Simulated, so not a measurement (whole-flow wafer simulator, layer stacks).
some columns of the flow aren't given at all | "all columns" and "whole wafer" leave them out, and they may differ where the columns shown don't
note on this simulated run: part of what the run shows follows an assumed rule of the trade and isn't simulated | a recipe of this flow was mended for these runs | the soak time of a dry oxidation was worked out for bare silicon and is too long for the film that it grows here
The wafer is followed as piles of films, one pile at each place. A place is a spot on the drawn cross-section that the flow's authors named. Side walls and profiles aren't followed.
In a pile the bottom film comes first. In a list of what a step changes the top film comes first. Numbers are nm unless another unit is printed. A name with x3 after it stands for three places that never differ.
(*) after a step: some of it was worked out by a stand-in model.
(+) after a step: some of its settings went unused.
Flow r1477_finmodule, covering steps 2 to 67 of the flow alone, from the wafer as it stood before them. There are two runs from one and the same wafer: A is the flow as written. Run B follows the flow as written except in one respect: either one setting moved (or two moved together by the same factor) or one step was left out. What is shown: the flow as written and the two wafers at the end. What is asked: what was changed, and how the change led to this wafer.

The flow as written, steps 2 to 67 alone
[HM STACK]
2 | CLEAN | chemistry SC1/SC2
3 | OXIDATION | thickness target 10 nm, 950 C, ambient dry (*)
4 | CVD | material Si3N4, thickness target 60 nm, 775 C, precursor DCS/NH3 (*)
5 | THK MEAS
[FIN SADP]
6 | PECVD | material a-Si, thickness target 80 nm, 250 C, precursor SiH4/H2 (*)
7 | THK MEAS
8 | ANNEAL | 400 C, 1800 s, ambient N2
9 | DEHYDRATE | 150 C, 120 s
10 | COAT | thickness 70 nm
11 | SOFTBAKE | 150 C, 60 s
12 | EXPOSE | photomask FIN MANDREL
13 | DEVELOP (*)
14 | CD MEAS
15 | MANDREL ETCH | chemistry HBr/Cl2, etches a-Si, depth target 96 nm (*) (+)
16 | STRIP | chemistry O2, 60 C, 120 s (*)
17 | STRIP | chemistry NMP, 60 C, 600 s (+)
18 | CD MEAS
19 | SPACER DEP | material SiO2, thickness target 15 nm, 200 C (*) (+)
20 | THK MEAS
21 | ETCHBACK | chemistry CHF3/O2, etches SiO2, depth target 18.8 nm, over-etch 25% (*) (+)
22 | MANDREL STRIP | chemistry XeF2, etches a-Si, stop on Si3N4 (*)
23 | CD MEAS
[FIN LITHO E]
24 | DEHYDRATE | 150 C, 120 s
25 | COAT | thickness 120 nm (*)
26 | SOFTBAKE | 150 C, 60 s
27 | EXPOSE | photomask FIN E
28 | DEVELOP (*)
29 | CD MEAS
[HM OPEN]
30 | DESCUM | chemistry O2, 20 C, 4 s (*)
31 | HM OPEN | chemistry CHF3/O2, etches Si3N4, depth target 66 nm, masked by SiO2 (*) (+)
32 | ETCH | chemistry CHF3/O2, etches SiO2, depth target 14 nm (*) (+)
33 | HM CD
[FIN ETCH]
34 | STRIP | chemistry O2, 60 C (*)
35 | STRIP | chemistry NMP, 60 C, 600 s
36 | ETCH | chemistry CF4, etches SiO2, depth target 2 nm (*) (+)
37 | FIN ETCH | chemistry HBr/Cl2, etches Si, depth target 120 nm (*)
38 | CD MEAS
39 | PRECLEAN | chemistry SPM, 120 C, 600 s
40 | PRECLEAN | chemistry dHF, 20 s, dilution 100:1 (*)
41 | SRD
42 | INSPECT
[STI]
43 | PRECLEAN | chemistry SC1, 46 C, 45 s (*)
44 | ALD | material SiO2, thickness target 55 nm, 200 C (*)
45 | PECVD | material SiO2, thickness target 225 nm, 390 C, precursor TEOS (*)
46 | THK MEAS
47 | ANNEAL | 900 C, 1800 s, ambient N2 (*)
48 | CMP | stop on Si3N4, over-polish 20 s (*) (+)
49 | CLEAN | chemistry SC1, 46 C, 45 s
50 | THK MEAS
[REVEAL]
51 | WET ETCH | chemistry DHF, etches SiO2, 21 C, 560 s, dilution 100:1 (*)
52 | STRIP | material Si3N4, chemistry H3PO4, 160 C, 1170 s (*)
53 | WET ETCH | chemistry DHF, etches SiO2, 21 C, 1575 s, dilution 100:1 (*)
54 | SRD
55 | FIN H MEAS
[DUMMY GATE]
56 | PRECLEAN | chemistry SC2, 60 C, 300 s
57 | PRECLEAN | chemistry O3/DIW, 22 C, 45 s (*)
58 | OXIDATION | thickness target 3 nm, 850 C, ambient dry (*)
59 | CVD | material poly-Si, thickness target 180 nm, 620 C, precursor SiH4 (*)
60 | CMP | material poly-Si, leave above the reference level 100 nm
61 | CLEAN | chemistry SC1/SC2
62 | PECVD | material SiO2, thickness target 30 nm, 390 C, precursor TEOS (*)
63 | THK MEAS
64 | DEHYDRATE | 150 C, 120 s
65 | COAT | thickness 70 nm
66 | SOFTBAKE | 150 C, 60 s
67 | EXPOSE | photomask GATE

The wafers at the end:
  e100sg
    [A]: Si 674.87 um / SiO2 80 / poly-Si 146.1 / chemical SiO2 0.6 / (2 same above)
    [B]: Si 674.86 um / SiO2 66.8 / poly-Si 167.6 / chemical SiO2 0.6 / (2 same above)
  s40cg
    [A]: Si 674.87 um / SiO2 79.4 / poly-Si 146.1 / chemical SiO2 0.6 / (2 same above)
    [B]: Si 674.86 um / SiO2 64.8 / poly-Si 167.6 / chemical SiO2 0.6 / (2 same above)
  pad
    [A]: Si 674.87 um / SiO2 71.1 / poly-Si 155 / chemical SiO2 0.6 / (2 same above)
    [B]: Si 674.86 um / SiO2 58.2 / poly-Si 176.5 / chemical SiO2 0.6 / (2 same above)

What caused this: step 4, CVD: thickness target 38.4 nm was run, though the flow has thickness target 60 nm.

Step by step, how the change led to this:
  4 | CVD | material Si3N4, thickness target 60 nm, 775 C, precursor DCS/NH3 (*)
      pad, padg, elg and 33 more: A Si3N4 gains 60 (new film) | B Si3N4 gains 38.4 (new film)
  31 | HM OPEN | chemistry CHF3/O2, etches Si3N4, depth target 66 nm, masked by SiO2 (*) (+)
      pad, padg, esg and 13 more: A Si3N4 loses 54.1 (all of it), SiO2 loses 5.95 | B Si3N4 loses 32.5 (all of it), SiO2 loses 10 (all of it), Si loses 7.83
      s40cg, s45cg, s50cg, s40co, s45co, s50co: A Si3N4 loses 60 (all of it), SiO2 loses 3 | B Si3N4 loses 38.4 (all of it), SiO2 loses 10 (all of it), Si loses 5.87
  32 | ETCH | chemistry CHF3/O2, etches SiO2, depth target 14 nm (*) (+)
      e100sg, s40sg, e100so, s40so: A SiO2 loses 4.05 (all of it), Si loses 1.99 | B Si loses 2.53
      pad, padg: A SiO2 loses 4.05 (all of it), Si loses 1.99 | B Si loses 2.8
      (and at 16 other places as well)
  44 | ALD | material SiO2, thickness target 55 nm, 200 C (*)
      s40sg, s45sg, s50sg, s40so, s45so, s50so: A SiO2 gains 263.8 (new film) | B SiO2 gains 250.5 (new film)
      s45cg, s50cg, s45co, s50co: A SiO2 gains 263.2 (new film) | B SiO2 gains 248.6 (new film)
      (and at 10 other places as well)
  48 | CMP | stop on Si3N4, over-polish 20 s (*) (+)
      pad, padg: A SiO2 loses 79.4 | B SiO2 loses 92.4
  52 | STRIP | material Si3N4, chemistry H3PO4, 160 C, 1170 s (*)
      elg, e40lg, e100lg, e200lg, elo, e40lo, e100lo, e200lo: A Si3N4 loses 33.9 (all of it), SiO2 loses 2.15 | B Si3N4 loses 12.3 (all of it), SiO2 loses 2.82
      s40sg_line, s45sg_line, s50sg_line, s40so_line, s45so_line, s50so_line: A Si3N4 loses 55.1 (all of it), SiO2 loses 1.49 | B Si3N4 loses 33.5 (all of it), SiO2 loses 2.16
  53 | WET ETCH | chemistry DHF, etches SiO2, 21 C, 1575 s, dilution 100:1 (*)
      elg, e40lg, e100lg, e200lg, elo, e40lo, e100lo, e200lo: A SiO2 loses 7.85 (all of it) | B SiO2 loses 7.18 (all of it)
      s40sg_line, s45sg_line, s50sg_line, s40so_line, s45so_line, s50so_line: A SiO2 loses 8.51 (all of it) | B SiO2 loses 7.84 (all of it)
  59 | CVD | material poly-Si, thickness target 180 nm, 620 C, precursor SiH4 (*)
      esg, e40sg, e100sg and 15 more: A poly-Si gains 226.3 (new film) | B poly-Si gains 247.9 (new film)
      e200sg, e200so: A poly-Si gains 219.2 (new film) | B poly-Si gains 247.9 (new film)
  60 | CMP | material poly-Si, leave above the reference level 100 nm
      pad, padg: A poly-Si loses 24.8 | B poly-Si loses 3.19
      e200sg, e200so: A poly-Si loses 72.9 | B poly-Si loses 80
